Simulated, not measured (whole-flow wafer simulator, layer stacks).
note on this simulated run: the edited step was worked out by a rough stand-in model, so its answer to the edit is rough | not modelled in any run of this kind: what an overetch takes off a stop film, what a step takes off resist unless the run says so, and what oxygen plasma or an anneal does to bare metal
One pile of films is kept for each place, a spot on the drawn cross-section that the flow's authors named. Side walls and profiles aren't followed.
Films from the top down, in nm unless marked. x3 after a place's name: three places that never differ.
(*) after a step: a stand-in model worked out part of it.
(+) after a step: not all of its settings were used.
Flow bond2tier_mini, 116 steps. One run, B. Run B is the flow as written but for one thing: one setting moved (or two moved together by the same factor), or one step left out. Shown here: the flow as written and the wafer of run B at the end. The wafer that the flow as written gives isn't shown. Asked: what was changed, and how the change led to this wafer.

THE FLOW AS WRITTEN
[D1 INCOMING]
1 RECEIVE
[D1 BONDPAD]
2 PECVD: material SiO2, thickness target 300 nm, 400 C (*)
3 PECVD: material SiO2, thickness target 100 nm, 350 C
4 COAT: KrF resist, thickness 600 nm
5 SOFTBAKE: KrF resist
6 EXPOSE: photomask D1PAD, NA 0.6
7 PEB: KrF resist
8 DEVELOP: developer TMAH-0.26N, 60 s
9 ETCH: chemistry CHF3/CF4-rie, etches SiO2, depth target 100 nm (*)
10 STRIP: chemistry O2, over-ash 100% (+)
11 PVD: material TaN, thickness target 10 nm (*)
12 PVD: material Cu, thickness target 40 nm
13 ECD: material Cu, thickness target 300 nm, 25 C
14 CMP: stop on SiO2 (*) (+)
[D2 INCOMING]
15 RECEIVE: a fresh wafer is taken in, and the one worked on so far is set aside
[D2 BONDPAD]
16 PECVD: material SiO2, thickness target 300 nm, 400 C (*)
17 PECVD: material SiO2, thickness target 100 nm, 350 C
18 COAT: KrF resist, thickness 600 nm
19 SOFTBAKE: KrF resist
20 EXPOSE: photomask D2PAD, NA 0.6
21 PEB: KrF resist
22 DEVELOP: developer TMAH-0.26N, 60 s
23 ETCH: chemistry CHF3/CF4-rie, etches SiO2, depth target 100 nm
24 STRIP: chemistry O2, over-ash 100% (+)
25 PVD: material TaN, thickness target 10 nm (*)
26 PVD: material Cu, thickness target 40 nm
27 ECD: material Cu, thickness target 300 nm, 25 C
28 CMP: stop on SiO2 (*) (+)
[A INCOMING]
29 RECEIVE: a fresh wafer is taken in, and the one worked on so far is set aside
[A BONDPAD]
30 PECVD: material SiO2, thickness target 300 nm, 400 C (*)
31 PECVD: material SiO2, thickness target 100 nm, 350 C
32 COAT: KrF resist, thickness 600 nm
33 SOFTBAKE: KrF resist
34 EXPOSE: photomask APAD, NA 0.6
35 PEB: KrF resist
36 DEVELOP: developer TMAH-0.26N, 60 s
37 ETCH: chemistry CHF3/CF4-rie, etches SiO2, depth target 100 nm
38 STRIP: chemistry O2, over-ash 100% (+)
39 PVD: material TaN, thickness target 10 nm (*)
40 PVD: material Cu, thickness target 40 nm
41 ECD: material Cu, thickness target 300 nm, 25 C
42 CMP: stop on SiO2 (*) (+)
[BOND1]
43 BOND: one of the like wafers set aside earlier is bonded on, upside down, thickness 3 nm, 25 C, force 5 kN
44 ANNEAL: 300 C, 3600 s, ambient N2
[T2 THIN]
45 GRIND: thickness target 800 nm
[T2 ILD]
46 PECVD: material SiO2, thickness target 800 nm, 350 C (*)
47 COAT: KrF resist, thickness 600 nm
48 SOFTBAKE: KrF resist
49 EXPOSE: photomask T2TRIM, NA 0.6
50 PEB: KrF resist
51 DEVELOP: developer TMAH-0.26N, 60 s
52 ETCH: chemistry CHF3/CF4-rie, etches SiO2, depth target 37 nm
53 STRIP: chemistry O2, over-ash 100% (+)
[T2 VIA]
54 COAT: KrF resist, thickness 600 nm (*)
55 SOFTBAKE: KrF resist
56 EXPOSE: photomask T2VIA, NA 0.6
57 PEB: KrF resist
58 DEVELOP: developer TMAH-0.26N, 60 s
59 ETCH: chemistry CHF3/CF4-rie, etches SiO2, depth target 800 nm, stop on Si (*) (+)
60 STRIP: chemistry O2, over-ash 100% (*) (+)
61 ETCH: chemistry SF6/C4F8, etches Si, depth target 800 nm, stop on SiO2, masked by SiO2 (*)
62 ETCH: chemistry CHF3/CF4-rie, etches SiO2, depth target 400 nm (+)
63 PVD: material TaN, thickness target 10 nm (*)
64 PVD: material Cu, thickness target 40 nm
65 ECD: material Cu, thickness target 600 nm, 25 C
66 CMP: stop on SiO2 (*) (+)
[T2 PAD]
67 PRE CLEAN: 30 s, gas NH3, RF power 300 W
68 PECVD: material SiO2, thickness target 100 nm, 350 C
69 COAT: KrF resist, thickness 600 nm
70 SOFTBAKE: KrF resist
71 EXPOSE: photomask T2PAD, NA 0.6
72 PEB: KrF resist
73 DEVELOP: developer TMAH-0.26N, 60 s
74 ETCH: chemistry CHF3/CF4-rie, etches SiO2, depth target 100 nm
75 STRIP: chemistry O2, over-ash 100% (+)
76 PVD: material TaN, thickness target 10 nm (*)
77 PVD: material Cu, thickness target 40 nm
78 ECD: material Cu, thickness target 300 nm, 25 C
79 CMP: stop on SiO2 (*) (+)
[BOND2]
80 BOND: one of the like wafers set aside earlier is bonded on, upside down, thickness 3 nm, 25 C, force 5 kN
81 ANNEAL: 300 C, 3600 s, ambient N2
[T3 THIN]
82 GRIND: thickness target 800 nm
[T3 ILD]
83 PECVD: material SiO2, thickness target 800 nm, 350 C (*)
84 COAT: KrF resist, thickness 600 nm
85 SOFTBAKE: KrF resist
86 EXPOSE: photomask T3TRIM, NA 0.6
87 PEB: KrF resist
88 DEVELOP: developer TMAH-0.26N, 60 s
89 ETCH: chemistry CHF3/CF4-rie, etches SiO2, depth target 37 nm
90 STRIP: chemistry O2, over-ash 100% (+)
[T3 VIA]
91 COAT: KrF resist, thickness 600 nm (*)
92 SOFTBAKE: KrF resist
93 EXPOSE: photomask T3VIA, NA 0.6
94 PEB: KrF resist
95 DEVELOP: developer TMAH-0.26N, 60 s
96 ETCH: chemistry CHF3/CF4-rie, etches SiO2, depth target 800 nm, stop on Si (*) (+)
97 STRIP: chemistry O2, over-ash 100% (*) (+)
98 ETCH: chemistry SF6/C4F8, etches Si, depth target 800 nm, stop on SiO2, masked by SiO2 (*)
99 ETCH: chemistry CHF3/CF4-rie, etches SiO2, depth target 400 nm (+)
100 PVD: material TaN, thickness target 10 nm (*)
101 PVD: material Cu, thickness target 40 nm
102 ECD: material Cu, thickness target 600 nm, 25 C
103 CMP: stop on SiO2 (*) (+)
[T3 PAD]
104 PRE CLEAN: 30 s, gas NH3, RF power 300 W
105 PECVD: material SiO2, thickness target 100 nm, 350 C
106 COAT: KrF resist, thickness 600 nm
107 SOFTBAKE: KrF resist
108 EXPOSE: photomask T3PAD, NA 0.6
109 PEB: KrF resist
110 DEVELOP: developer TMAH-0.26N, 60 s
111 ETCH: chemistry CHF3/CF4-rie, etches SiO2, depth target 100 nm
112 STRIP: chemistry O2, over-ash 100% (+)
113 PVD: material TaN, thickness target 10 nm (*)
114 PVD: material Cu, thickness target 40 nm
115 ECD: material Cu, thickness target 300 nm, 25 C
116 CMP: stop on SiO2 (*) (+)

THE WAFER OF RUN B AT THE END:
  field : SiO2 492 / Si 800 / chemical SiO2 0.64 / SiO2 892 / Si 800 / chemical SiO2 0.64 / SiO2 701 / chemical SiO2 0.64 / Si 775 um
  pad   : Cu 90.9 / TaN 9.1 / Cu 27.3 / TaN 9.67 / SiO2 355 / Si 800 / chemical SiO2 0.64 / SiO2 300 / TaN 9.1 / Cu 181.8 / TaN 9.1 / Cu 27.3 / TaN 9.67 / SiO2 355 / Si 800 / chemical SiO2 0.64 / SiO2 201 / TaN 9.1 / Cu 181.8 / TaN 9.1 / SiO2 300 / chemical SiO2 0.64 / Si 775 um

The cause: step 2, PECVD: thickness target 201 nm was run, where the flow has thickness target 300 nm.
It can be read off the wafer: pad has SiO2 201, and step 2 as written asks for 300 nm.

How the change led to this, step by step:
  2 PECVD: material SiO2, thickness target 300 nm, 400 C (*)
      field, pad, via: SiO2 +201 (new film) (as written it would be: SiO2 +300 (new film))
  43 BOND: one of the like wafers set aside earlier is bonded on, upside down, thickness 3 nm, 25 C, force 5 kN
      field: Si +775 um (new film), chemical SiO2 +0.64 (new film), SiO2 +301 (as written it would be: Si +775 um (new film), chemical SiO2 +0.64 (new film), SiO2 +400)
      pad: Si +775 um (new film), chemical SiO2 +0.64 (new film), SiO2 +201 (new film), TaN +9.1 (new film), Cu +90.9 (as written it would be: Si +775 um (new film), chemical SiO2 +0.64 (new film), SiO2 +300 (new film), TaN +9.1 (new film), Cu +90.9)
      (and at 1 more place)
